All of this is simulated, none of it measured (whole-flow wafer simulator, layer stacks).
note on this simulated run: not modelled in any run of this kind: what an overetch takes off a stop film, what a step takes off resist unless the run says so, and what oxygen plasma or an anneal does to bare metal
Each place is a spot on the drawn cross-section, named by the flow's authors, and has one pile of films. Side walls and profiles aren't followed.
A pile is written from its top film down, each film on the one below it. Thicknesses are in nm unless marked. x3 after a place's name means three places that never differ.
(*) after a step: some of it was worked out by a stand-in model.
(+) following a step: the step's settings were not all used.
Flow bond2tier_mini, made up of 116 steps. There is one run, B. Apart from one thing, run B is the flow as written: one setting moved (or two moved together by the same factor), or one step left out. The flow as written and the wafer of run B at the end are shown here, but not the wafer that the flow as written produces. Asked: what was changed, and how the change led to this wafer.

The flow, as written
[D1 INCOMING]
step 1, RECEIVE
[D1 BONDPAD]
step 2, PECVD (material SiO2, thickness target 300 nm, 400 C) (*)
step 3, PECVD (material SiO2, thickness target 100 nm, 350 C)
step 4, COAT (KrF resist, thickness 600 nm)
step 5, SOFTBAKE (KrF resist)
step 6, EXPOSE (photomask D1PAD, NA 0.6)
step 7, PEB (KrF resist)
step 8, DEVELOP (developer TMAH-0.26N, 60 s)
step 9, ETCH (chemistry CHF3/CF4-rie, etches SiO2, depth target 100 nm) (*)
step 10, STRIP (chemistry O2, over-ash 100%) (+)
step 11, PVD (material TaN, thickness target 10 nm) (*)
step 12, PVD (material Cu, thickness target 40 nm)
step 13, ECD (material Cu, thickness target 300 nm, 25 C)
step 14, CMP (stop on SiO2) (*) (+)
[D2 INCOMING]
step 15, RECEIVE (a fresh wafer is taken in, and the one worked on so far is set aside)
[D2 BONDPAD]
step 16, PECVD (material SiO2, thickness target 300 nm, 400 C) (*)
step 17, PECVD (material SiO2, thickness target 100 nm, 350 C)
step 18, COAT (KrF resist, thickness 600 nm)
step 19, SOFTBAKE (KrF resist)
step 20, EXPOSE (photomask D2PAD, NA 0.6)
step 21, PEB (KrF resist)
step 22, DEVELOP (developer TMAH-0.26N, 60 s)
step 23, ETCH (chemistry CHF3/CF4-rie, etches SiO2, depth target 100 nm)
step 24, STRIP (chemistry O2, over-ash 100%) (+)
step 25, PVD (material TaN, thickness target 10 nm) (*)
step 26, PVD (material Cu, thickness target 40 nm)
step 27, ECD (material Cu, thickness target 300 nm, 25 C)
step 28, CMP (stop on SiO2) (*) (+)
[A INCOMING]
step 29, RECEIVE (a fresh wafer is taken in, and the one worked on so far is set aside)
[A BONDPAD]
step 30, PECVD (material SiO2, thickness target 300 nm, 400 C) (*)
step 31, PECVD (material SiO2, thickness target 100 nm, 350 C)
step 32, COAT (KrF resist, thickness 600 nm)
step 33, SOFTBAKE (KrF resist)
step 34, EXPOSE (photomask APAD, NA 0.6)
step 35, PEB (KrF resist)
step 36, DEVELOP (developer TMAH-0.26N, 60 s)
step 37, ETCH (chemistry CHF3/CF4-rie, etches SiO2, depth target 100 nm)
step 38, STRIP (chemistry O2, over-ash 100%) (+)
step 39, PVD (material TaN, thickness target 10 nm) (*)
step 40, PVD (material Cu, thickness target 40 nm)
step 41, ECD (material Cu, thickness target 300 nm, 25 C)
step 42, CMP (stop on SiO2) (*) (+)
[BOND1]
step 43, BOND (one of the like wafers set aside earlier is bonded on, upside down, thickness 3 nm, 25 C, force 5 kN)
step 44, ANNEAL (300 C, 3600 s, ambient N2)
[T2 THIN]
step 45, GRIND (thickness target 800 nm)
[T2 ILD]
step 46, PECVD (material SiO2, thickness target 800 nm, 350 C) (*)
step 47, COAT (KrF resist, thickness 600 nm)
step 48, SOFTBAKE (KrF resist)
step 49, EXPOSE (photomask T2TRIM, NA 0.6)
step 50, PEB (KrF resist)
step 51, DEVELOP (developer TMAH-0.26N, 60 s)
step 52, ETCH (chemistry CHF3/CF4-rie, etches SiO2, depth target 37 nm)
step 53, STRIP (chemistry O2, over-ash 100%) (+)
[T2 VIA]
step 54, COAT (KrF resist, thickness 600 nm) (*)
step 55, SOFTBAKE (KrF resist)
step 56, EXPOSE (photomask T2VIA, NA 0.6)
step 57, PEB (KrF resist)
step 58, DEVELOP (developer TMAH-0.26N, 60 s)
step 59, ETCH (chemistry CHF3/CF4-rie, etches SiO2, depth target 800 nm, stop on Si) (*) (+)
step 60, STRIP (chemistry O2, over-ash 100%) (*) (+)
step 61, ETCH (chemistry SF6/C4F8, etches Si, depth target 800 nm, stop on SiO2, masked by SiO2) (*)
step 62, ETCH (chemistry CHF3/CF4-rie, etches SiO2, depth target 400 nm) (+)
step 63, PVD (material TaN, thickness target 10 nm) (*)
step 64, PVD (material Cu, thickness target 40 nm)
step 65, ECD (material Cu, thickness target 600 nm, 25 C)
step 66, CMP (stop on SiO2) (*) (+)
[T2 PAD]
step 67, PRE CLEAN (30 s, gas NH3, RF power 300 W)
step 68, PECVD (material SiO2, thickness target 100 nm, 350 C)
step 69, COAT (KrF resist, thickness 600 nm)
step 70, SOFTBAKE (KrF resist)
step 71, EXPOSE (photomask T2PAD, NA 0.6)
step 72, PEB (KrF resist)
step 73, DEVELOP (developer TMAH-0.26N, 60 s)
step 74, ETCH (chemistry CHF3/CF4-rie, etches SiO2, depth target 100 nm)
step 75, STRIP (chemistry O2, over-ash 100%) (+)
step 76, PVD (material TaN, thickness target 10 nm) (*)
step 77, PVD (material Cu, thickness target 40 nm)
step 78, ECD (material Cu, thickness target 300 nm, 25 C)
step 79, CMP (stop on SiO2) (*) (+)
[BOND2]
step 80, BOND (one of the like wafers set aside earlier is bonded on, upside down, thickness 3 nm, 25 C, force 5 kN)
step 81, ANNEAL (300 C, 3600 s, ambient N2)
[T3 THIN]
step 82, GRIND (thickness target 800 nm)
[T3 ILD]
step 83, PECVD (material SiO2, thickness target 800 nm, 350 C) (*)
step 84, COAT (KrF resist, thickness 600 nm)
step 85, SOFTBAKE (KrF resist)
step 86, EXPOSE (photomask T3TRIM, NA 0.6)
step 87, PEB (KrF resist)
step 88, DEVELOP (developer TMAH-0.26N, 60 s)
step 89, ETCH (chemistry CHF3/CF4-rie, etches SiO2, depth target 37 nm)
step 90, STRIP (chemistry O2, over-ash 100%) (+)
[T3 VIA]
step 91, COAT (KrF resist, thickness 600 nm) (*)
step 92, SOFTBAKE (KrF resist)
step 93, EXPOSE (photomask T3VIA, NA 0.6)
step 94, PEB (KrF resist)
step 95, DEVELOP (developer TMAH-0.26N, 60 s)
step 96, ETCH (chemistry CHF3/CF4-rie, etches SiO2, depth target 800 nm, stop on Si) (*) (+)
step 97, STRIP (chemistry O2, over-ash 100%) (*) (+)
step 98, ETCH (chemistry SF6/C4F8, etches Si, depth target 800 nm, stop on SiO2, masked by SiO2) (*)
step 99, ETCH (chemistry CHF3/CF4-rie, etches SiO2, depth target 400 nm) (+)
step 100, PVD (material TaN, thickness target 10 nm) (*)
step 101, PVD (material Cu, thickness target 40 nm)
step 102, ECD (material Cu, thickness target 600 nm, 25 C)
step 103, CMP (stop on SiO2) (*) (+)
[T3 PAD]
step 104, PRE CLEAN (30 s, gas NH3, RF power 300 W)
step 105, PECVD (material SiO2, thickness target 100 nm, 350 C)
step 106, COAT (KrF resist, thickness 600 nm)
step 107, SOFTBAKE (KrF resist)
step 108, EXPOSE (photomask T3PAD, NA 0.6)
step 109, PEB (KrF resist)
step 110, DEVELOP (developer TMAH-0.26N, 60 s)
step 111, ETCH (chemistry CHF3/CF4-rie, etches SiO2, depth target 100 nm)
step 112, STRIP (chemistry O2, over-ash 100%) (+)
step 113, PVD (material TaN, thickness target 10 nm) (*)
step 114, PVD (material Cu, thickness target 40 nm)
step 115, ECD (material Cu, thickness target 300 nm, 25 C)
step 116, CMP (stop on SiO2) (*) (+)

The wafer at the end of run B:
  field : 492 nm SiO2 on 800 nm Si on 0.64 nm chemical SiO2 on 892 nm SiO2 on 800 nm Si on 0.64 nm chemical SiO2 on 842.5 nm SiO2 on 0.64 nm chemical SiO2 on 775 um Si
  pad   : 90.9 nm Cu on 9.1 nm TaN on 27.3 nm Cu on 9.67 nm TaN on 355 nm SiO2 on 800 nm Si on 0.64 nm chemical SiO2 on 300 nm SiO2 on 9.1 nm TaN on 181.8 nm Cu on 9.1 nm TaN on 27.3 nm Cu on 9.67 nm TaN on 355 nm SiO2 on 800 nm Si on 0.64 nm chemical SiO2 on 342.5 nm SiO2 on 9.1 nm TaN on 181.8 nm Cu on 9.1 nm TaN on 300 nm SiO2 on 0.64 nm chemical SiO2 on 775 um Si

Cause: step 3, PECVD: thickness target 142.5 nm was run, though the flow has thickness target 100 nm.

The path from the change to this, step by step:
  step 3, PECVD (material SiO2, thickness target 100 nm, 350 C)
      field, pad, via: SiO2 gains 142.5 (as written it would have been: SiO2 gains 100)
  step 43, BOND (one of the like wafers set aside earlier is bonded on, upside down, thickness 3 nm, 25 C, force 5 kN)
      field: Si gains 775 um (new film), chemical SiO2 gains 0.64 (new film), SiO2 gains 442.5 (as written it would have been: Si gains 775 um (new film), chemical SiO2 gains 0.64 (new film), SiO2 gains 400)
      pad: Si gains 775 um (new film), chemical SiO2 gains 0.64 (new film), SiO2 gains 342.5 (new film), TaN gains 9.1 (new film), Cu gains 90.9 (as written it would have been: Si gains 775 um (new film), chemical SiO2 gains 0.64 (new film), SiO2 gains 300 (new film), TaN gains 9.1 (new film), Cu gains 90.9)
      (as well as at 1 more place)
